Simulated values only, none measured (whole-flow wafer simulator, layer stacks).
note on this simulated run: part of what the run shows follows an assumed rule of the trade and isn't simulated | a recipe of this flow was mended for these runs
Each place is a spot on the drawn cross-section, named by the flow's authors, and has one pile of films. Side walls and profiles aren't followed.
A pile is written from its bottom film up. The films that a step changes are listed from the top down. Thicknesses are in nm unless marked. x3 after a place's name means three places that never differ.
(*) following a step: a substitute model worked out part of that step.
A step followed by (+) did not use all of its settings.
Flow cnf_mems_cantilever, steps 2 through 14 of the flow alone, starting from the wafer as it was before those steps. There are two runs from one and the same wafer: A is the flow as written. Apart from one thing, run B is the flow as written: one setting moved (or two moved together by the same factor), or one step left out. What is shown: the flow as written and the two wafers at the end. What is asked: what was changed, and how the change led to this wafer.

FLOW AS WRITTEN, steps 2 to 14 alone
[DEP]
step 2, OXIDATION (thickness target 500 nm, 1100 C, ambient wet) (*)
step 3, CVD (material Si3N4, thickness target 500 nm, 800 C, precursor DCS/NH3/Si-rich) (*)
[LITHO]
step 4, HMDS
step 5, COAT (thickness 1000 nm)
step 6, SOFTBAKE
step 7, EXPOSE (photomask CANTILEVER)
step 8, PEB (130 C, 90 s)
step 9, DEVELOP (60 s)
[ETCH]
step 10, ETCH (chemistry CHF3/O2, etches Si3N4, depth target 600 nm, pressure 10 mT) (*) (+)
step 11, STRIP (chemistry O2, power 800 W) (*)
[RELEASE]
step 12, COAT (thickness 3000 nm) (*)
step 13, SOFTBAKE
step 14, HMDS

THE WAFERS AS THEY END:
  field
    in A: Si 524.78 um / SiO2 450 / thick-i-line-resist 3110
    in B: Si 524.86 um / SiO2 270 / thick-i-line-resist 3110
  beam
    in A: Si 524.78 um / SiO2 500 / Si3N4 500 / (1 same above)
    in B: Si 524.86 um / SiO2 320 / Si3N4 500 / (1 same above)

What caused this: step 2, OXIDATION: thickness target 320 nm was run, whereas the flow has thickness target 500 nm.
One can read it off the wafer: beam has SiO2 320, and step 2 as written asks for 500 nm.

How this came from the change, step by step:
  step 2, OXIDATION (thickness target 500 nm, 1100 C, ambient wet) (*)
      field, beam: A SiO2 gains 500 (new film), chemical SiO2 loses 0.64 (all of it), Si loses 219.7 | B SiO2 gains 320 (new film), chemical SiO2 loses 0.64 (all of it), Si loses 140.5
